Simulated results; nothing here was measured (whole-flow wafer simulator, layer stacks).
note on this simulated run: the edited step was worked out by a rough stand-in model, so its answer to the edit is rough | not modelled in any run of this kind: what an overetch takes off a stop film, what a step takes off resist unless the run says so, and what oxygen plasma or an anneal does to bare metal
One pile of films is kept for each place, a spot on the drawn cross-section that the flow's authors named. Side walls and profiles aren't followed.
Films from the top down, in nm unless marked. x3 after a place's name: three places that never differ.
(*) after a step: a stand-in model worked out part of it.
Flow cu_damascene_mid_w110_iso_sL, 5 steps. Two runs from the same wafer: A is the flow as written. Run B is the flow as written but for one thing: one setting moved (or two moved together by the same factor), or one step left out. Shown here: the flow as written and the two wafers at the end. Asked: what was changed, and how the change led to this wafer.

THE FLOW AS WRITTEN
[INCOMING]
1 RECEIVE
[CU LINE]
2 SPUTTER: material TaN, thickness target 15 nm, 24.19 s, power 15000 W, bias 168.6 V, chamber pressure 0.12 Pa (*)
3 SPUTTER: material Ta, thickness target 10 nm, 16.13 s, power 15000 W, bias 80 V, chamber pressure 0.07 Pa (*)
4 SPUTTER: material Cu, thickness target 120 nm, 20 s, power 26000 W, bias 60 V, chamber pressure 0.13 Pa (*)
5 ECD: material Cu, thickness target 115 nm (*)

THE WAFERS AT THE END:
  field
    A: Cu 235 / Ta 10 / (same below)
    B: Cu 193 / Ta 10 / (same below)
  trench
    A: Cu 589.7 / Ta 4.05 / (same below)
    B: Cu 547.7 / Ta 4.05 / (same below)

The cause: step 4, SPUTTER: thickness target 78 nm was run, where the flow has thickness target 120 nm; step 4, SPUTTER: 13 s was run, where the flow has 20 s.

How the change led to this, step by step:
  4 SPUTTER: material Cu, thickness target 120 nm, 20 s, power 26000 W, bias 60 V, chamber pressure 0.13 Pa (*)
      field: A Cu +120 (new film) | B Cu +78 (new film)
      trench: A Cu +49.9 (new film) | B Cu +32.5 (new film)
  5 ECD: material Cu, thickness target 115 nm (*)
      trench: A Cu +539.8 | B Cu +515.3
